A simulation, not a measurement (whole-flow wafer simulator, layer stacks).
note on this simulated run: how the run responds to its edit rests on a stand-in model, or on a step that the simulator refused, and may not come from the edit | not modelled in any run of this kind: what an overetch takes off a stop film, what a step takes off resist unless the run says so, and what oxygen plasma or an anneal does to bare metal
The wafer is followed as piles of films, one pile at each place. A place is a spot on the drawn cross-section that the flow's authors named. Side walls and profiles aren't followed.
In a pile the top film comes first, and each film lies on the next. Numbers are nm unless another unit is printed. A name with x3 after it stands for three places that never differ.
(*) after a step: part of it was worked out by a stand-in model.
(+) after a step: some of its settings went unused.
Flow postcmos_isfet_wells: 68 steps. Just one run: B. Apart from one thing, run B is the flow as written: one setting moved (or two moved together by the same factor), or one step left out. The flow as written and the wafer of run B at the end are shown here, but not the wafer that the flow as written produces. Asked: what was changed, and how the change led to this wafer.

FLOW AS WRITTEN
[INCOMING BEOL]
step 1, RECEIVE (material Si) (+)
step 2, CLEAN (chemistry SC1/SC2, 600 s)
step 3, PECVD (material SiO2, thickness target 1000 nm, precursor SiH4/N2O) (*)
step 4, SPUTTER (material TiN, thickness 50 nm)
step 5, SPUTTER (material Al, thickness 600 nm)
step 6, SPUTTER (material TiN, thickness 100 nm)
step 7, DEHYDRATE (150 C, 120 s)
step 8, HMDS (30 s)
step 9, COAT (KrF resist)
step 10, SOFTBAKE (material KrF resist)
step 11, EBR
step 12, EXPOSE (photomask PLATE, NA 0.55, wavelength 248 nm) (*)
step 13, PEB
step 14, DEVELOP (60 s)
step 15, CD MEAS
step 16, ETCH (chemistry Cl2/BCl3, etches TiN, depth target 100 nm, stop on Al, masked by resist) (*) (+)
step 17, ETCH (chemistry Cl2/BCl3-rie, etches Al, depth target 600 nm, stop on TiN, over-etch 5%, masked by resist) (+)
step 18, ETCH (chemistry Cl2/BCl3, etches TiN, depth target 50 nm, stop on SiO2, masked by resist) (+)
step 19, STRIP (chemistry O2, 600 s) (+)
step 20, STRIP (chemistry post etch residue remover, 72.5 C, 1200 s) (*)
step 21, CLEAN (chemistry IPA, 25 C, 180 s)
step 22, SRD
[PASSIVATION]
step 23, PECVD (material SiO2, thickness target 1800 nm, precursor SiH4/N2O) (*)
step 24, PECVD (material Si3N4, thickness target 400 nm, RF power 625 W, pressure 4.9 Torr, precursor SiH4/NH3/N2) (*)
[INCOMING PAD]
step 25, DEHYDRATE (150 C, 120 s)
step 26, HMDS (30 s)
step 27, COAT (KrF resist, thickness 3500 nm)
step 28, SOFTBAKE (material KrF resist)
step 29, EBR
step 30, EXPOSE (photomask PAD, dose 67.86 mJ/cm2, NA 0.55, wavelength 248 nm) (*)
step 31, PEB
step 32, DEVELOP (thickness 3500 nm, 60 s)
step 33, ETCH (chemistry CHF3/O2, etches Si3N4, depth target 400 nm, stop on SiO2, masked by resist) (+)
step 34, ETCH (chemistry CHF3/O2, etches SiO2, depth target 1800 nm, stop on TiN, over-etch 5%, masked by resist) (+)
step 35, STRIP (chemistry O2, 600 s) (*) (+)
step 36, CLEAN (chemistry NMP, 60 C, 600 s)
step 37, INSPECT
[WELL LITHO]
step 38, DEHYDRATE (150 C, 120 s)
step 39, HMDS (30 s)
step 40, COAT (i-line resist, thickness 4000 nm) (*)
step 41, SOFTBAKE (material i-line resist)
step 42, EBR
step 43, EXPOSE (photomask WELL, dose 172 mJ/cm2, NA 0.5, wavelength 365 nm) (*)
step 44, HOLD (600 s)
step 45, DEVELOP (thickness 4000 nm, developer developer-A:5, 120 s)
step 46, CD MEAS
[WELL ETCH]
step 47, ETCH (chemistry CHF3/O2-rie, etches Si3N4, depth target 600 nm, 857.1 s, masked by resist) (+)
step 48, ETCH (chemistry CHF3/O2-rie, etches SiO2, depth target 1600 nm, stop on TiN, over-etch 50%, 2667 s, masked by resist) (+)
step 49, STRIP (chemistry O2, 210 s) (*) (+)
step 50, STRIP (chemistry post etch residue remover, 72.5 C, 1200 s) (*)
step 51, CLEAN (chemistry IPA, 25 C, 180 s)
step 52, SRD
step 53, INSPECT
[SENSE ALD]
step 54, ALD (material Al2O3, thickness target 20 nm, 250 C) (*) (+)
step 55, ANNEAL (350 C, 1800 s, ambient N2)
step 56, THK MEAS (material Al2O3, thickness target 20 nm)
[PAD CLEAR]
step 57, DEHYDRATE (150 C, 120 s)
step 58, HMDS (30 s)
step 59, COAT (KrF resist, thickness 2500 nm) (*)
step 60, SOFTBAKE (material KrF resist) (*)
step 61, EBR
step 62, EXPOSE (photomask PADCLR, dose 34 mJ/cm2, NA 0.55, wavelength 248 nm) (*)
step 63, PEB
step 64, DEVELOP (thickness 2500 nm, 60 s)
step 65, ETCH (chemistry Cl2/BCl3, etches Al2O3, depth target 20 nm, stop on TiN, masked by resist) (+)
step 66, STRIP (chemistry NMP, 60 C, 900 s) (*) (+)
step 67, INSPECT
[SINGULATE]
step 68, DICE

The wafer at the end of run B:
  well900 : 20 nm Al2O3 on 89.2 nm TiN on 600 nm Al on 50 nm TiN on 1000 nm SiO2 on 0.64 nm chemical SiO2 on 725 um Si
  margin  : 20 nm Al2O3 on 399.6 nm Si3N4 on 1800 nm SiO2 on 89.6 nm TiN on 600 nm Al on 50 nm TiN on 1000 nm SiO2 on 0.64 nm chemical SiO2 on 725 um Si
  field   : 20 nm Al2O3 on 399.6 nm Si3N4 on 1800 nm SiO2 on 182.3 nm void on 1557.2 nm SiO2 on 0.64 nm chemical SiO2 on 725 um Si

The reason: step 6, SPUTTER: thickness 90 nm was run, while the flow as written has thickness 100 nm.

Step by step, how the change led to this:
  step 6, SPUTTER (material TiN, thickness 100 nm)
      field, margin, well900 and 6 more: +90 TiN (new film) (as written it would have been: +100 TiN (new film))
  step 16, ETCH (chemistry Cl2/BCl3, etches TiN, depth target 100 nm, stop on Al, masked by resist) (*) (+)
      field: -90 TiN (all of it) (as written it would have been: -100 TiN (all of it))
  step 23, PECVD (material SiO2, thickness target 1800 nm, precursor SiH4/N2O) (*)
      field: +1800 SiO2 (new film), +182.3 void (new film), +557.2 SiO2 (as written it would have been: +1800 SiO2 (new film), +189.9 void (new film), +559.7 SiO2)
